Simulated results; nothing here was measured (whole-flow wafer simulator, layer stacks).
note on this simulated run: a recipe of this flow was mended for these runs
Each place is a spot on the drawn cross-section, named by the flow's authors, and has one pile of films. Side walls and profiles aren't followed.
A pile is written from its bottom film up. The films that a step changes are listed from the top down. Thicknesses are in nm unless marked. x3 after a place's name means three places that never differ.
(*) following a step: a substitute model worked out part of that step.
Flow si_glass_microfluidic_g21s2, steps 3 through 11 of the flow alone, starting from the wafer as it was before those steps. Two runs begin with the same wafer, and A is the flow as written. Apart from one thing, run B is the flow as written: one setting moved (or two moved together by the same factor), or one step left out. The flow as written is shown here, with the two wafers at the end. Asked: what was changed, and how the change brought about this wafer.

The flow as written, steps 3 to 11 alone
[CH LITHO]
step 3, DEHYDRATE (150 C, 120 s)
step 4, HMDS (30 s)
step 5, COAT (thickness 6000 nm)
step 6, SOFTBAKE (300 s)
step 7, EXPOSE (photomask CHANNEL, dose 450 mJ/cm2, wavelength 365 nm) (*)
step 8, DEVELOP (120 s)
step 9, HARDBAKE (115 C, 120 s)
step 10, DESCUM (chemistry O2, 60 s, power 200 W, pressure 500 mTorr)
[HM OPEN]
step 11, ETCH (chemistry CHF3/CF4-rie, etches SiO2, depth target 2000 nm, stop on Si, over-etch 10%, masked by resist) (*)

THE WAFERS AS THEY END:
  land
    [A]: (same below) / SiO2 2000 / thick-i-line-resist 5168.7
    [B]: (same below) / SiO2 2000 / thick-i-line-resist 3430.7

The reason: step 5, COAT: thickness 4249 nm was run, though the flow has thickness 6000 nm.

How this came from the change, step by step:
  step 5, COAT (thickness 6000 nm)
      land, trench20 x3: A +6000 thick-i-line-resist (new film) | B +4249 thick-i-line-resist (new film)
  step 8, DEVELOP (120 s)
      trench20 x3: A -6000 thick-i-line-resist (all of it) | B -4249 thick-i-line-resist (all of it)
  step 9, HARDBAKE (115 C, 120 s)
      land: A -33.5 thick-i-line-resist | B -20.5 thick-i-line-resist
